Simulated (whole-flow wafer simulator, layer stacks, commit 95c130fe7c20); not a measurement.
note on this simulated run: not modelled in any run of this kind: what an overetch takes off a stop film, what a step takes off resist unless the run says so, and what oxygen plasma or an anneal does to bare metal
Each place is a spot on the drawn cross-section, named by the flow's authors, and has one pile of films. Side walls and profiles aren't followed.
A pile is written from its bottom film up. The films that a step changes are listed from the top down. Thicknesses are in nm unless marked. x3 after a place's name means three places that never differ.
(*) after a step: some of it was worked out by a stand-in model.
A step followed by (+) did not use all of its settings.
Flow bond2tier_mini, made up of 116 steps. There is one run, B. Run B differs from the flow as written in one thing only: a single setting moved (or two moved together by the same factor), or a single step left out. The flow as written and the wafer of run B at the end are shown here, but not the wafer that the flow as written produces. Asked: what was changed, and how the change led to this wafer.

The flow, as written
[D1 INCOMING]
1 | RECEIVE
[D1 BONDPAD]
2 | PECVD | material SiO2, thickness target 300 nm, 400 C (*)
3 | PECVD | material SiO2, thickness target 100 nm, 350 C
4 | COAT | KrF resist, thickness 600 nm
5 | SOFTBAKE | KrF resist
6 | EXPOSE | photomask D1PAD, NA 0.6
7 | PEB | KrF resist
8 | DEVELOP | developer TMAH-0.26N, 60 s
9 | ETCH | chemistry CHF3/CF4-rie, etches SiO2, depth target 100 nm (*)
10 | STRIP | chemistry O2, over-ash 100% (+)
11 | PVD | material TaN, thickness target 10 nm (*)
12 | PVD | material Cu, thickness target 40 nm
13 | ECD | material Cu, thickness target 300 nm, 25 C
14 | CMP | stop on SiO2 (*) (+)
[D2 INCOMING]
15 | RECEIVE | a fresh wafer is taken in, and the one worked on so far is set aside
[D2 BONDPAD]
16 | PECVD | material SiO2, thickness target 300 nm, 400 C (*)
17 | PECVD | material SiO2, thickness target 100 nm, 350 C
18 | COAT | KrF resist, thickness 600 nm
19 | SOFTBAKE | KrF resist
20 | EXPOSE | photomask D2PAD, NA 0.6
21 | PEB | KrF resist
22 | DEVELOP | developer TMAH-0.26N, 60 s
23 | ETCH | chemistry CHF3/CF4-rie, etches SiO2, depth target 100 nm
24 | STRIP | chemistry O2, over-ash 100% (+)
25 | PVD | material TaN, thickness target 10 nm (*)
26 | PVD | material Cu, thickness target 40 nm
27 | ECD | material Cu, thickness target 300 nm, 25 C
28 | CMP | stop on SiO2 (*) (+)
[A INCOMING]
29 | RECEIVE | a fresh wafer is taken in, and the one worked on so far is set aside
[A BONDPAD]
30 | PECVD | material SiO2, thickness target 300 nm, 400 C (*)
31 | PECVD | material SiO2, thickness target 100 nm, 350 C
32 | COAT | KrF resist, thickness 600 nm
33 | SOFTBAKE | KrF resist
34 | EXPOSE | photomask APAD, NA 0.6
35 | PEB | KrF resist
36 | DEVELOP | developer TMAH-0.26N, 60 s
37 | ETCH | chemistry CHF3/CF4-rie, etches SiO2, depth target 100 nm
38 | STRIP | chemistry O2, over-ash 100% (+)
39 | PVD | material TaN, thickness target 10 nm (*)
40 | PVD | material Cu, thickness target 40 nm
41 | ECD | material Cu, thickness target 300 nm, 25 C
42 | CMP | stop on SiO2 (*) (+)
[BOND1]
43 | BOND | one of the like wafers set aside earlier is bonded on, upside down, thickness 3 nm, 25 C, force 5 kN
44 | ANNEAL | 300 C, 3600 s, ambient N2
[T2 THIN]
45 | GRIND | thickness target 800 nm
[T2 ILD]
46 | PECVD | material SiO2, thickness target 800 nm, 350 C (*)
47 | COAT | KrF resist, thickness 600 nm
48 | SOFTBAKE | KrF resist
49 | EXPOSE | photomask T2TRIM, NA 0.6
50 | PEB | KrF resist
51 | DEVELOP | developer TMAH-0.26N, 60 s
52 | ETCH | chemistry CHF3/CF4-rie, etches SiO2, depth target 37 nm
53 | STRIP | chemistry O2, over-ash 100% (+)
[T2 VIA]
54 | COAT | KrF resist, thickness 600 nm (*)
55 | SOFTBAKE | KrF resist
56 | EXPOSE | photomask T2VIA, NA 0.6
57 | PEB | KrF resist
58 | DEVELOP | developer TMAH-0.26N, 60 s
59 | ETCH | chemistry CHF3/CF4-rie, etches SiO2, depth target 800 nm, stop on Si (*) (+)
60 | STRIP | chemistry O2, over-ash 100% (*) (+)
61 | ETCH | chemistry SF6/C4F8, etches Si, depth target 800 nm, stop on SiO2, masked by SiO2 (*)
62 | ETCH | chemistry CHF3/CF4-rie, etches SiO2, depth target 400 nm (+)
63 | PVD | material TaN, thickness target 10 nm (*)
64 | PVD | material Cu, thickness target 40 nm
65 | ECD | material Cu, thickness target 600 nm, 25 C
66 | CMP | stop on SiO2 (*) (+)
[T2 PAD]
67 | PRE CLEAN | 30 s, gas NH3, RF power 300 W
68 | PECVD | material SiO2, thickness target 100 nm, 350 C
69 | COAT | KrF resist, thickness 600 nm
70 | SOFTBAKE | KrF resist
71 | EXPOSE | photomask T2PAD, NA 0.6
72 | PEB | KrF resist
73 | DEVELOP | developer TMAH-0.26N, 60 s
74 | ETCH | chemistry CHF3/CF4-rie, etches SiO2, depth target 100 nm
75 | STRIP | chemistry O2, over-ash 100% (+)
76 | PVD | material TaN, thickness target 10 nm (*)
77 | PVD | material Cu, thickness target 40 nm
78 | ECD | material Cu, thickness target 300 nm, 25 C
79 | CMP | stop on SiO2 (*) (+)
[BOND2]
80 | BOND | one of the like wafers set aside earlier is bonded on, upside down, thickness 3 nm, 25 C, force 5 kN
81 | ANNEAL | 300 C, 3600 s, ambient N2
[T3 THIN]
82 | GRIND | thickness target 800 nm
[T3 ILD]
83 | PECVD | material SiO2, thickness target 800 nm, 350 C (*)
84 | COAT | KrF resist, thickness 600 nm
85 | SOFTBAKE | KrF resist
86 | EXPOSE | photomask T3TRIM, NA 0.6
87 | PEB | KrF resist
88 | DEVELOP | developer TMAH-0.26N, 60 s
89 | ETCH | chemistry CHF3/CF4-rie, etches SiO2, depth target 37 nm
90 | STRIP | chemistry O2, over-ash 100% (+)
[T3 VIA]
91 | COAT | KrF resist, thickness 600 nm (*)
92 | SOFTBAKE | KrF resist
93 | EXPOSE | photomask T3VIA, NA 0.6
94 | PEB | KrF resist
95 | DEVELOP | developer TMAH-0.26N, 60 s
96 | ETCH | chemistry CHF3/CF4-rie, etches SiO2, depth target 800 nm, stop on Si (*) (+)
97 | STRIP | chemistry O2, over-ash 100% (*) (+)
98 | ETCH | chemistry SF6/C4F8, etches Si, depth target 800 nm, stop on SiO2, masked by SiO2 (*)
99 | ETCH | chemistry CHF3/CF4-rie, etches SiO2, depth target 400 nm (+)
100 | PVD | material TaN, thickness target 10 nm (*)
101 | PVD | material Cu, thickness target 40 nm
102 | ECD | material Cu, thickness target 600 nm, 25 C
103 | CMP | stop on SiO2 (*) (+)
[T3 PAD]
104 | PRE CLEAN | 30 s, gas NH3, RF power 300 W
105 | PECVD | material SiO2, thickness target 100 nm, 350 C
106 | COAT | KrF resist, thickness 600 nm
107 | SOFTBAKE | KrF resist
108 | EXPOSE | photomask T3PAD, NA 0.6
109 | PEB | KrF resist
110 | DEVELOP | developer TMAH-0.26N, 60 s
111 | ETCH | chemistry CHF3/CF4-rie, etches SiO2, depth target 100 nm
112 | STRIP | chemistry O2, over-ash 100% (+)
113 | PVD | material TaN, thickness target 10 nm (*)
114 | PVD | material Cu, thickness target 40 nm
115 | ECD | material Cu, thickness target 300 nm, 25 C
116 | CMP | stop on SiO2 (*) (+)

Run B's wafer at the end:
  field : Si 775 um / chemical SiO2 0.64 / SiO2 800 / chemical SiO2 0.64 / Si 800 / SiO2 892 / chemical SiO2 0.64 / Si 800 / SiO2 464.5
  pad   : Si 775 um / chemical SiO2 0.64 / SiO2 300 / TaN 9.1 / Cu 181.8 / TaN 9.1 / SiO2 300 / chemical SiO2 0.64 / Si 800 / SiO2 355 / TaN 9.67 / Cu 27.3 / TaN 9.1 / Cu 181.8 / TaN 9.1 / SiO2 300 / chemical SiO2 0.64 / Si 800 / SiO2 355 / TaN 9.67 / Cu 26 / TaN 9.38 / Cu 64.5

Cause: step 105, PECVD: thickness target 72.5 nm was run, though the flow has thickness target 100 nm.

The path from the change to this, step by step:
  105 | PECVD | material SiO2, thickness target 100 nm, 350 C
      field: SiO2 gains 72.5 (it would be, as written: SiO2 gains 100)
      pad: SiO2 gains 72.5 (new film) (it would be, as written: SiO2 gains 100 (new film))
  111 | ETCH | chemistry CHF3/CF4-rie, etches SiO2, depth target 100 nm
      pad: SiO2 loses 72.5 (all of it), Cu loses 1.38 (it would be, as written: SiO2 loses 100 (all of it))
  114 | PVD | material Cu, thickness target 40 nm
      pad: Cu gains 37.3 (new film) (it would be, as written: Cu gains 36.4 (new film))
  115 | ECD | material Cu, thickness target 300 nm, 25 C
      pad: Cu gains 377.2 (it would be, as written: Cu gains 404.5)
